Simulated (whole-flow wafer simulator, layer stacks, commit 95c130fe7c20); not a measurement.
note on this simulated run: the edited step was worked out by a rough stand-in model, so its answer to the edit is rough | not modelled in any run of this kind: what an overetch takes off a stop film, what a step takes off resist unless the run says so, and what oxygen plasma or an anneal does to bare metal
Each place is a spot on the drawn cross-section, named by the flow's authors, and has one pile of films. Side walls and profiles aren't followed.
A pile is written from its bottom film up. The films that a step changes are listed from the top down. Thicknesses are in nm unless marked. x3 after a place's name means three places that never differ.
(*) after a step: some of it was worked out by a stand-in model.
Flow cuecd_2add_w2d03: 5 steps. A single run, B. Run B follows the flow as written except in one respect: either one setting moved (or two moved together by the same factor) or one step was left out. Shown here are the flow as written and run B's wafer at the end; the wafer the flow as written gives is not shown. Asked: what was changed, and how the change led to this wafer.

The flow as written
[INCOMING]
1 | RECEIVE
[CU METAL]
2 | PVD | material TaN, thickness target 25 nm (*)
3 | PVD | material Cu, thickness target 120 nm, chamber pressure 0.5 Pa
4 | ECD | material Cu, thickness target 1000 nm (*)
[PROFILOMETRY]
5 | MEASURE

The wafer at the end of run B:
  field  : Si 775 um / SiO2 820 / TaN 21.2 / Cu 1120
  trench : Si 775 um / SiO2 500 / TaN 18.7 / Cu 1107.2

The reason: step 2, PVD: thickness target 21.2 nm was run, whereas the flow has thickness target 25 nm.
One can read it off the wafer: field has TaN 21.2, and step 2 as written asks for 25 nm.

How this came from the change, step by step:
  2 | PVD | material TaN, thickness target 25 nm (*)
      field: +21.2 TaN (new film) (it would be, as written: +25 TaN (new film))
      trench: +18.7 TaN (new film) (it would be, as written: +22.1 TaN (new film))
